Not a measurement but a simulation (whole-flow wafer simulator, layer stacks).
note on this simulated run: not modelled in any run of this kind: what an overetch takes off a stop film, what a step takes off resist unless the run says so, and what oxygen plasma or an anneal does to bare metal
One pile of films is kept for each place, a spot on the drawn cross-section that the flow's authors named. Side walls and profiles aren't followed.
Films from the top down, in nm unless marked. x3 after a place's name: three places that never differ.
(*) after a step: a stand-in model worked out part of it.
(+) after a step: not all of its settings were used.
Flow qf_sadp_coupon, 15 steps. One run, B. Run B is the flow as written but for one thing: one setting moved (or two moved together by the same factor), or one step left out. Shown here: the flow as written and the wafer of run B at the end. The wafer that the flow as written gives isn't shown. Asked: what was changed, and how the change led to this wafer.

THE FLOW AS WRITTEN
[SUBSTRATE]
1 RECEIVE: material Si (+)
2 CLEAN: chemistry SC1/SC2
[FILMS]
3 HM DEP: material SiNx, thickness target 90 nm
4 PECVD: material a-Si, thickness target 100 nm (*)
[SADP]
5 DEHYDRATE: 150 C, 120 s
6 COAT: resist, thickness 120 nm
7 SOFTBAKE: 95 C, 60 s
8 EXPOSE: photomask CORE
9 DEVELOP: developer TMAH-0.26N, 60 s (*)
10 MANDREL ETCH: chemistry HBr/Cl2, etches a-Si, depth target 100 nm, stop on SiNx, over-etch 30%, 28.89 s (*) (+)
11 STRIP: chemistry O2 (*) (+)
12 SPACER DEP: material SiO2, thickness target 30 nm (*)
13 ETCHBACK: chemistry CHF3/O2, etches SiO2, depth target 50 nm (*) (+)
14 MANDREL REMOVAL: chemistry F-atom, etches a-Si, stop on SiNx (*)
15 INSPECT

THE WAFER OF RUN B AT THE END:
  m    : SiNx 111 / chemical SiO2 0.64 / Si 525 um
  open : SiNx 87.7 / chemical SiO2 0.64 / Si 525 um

The cause: step 3, HM DEP: thickness target 111 nm was run, where the flow has thickness target 90 nm.
It can be read off the wafer: m has SiNx 111, and step 3 as written asks for 90 nm.

How the change led to this, step by step:
  3 HM DEP: material SiNx, thickness target 90 nm
      m, open: SiNx +111 (new film) (as written it would be: SiNx +90 (new film))
